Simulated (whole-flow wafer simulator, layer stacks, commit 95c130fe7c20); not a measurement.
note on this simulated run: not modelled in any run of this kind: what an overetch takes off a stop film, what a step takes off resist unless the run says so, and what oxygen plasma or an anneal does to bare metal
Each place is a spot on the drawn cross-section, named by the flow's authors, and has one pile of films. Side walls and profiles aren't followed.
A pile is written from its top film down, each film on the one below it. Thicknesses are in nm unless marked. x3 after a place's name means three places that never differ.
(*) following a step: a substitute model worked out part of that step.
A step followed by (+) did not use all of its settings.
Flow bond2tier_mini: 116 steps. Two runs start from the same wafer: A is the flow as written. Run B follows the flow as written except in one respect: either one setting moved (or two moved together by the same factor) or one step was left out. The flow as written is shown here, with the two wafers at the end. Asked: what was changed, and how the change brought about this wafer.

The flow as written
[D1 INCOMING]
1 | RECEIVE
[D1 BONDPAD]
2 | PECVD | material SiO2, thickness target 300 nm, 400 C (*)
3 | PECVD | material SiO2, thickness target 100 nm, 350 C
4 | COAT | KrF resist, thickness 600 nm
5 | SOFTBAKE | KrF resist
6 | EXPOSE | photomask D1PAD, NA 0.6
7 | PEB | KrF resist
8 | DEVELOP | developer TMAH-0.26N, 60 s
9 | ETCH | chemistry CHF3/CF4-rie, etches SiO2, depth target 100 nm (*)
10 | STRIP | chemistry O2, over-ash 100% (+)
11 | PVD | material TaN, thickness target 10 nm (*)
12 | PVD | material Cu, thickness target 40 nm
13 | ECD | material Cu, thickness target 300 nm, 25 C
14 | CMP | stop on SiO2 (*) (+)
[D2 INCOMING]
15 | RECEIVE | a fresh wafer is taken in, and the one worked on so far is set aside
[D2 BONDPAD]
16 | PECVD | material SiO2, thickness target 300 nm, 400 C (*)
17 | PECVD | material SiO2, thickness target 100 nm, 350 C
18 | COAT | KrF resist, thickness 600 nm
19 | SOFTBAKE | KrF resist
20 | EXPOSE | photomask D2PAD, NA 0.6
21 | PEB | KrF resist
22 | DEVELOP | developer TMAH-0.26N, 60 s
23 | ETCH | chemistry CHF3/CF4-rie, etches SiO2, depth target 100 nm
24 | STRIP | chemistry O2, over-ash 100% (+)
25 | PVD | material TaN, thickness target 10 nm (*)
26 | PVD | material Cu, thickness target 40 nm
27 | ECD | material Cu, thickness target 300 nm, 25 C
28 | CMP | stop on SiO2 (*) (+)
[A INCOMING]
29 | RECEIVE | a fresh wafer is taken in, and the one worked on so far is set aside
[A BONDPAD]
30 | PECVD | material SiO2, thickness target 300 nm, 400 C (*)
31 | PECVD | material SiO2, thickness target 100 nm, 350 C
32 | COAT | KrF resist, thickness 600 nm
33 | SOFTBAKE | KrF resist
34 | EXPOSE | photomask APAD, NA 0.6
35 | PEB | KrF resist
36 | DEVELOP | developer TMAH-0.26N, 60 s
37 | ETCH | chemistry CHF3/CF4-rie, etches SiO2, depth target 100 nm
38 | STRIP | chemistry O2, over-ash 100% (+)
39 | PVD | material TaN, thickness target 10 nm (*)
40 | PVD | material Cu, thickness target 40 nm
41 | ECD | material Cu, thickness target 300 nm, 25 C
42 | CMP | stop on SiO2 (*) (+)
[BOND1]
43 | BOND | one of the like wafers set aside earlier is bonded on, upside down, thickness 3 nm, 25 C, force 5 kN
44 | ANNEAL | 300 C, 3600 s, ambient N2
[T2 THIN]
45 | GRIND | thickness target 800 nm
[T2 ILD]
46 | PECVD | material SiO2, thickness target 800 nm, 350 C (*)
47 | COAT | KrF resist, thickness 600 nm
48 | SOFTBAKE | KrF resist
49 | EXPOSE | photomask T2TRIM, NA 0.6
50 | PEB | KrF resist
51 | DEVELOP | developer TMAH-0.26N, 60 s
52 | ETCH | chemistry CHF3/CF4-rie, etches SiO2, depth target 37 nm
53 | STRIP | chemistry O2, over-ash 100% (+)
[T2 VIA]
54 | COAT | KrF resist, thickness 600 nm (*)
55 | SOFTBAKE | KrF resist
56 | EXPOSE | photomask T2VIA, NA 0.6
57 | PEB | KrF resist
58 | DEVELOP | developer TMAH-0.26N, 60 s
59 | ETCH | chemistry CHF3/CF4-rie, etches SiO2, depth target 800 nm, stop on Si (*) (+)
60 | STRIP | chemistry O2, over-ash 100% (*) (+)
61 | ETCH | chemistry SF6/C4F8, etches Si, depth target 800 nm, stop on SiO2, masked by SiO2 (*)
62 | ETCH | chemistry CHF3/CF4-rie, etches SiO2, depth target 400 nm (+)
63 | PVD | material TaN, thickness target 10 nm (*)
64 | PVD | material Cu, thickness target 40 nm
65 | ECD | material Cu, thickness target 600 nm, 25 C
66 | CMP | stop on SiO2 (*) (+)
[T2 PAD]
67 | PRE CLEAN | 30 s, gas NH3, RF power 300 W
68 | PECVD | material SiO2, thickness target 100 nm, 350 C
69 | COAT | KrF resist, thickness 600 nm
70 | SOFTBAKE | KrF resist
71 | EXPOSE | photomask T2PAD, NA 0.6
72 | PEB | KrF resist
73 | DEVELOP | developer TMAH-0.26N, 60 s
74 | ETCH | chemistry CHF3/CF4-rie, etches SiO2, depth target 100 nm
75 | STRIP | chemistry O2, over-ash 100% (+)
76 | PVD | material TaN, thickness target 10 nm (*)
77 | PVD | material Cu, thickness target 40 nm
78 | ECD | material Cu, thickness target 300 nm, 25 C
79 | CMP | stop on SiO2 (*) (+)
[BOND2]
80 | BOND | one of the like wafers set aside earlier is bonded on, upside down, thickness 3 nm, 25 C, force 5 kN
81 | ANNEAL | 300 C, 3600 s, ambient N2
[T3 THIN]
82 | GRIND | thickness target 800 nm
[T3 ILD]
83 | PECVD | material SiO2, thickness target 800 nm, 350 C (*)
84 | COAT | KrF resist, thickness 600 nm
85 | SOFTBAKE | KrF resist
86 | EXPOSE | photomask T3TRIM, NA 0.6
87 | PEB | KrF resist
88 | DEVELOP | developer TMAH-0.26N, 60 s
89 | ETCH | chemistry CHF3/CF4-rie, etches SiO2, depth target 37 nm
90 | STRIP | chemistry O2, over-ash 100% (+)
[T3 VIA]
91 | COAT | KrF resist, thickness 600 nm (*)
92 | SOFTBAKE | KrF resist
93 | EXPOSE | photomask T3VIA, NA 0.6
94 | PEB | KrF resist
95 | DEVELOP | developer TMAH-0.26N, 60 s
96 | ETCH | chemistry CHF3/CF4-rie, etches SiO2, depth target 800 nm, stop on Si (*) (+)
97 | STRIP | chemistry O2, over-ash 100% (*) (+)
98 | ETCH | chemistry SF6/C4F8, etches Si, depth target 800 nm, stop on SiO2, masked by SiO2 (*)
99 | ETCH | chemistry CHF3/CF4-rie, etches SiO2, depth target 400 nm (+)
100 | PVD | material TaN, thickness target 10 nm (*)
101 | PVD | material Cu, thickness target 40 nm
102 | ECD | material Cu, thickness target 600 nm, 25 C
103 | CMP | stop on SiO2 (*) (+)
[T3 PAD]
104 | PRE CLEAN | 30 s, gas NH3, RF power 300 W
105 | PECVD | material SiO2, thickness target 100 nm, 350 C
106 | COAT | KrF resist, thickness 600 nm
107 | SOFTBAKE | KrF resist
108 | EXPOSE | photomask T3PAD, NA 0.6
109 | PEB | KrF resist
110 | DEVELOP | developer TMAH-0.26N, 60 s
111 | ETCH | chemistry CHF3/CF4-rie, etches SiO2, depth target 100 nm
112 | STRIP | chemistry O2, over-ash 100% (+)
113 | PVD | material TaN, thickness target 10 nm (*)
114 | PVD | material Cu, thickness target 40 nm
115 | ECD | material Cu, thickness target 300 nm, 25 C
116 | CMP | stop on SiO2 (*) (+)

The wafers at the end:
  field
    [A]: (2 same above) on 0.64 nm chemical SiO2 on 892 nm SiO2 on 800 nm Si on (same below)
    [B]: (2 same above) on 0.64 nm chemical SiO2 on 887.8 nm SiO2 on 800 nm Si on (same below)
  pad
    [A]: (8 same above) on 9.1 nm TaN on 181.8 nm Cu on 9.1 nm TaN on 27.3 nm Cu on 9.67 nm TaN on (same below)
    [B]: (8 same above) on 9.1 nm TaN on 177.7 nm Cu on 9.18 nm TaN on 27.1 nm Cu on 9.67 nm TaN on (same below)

Cause: step 68, PECVD: 373 C was run, whereas the flow has 350 C.

Step by step, how the change led to this:
  68 | PECVD | material SiO2, thickness target 100 nm, 350 C
      field: A +100 SiO2 | B +95.8 SiO2
      pad: A +100 SiO2 (new film) | B +95.8 SiO2 (new film)
  74 | ETCH | chemistry CHF3/CF4-rie, etches SiO2, depth target 100 nm
      pad: A -100 SiO2 (all of it) | B -95.8 SiO2 (all of it), -0.21 Cu
